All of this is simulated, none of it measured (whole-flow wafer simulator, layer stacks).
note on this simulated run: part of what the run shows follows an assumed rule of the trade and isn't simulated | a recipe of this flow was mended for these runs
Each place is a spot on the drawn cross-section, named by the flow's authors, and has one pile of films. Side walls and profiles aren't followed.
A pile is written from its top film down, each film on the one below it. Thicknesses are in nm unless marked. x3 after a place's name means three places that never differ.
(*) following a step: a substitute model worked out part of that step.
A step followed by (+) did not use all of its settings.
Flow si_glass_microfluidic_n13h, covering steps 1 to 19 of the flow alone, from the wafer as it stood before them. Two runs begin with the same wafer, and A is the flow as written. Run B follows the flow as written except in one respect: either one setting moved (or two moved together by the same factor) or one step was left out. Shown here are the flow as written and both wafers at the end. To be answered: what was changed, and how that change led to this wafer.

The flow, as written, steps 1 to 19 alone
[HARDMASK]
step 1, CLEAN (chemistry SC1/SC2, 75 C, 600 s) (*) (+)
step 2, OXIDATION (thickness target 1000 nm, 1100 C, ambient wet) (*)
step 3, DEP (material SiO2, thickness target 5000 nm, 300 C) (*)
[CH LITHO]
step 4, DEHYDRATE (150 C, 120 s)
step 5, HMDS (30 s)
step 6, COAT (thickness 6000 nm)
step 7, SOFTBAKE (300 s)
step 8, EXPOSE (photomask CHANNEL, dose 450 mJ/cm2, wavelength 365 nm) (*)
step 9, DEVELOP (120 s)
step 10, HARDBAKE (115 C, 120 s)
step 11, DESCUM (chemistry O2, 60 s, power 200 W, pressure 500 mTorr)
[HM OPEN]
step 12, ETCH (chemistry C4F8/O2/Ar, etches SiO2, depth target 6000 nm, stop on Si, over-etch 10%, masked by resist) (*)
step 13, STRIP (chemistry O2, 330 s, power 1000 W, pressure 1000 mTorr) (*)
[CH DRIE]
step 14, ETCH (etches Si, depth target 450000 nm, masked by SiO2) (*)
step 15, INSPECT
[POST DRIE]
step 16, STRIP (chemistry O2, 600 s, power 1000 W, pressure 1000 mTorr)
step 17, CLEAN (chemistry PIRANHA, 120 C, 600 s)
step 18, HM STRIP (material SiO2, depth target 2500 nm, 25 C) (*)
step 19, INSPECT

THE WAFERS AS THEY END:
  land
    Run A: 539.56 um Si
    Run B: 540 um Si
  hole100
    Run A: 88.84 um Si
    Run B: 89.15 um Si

What caused this: step 2, OXIDATION: thickness target 1000 nm, 1100 C, ambient wet (*), was skipped.

How this came from the change, step by step:
  step 3, DEP (material SiO2, thickness target 5000 nm, 300 C) (*)
      land, hole100: A SiO2 gains 5000 | B SiO2 gains 5000 (new film)
  step 12, ETCH (chemistry C4F8/O2/Ar, etches SiO2, depth target 6000 nm, stop on Si, over-etch 10%, masked by resist) (*)
      hole100: A SiO2 loses 6000 (all of it), Si loses 75 | B SiO2 loses 5000 (all of it), chemical SiO2 loses 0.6 (all of it), Si loses 199.9
      land: A thick-i-line-resist loses 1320 | B thick-i-line-resist loses 1100.1
  step 13, STRIP (chemistry O2, 330 s, power 1000 W, pressure 1000 mTorr) (*)
      land: A thick-i-line-resist loses 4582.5 (all of it) | B thick-i-line-resist loses 4802.4 (all of it)
  step 18, HM STRIP (material SiO2, depth target 2500 nm, 25 C) (*)
      land: A SiO2 loses 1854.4 (all of it) | B SiO2 loses 856.9 (all of it), chemical SiO2 loses 0.6 (all of it)
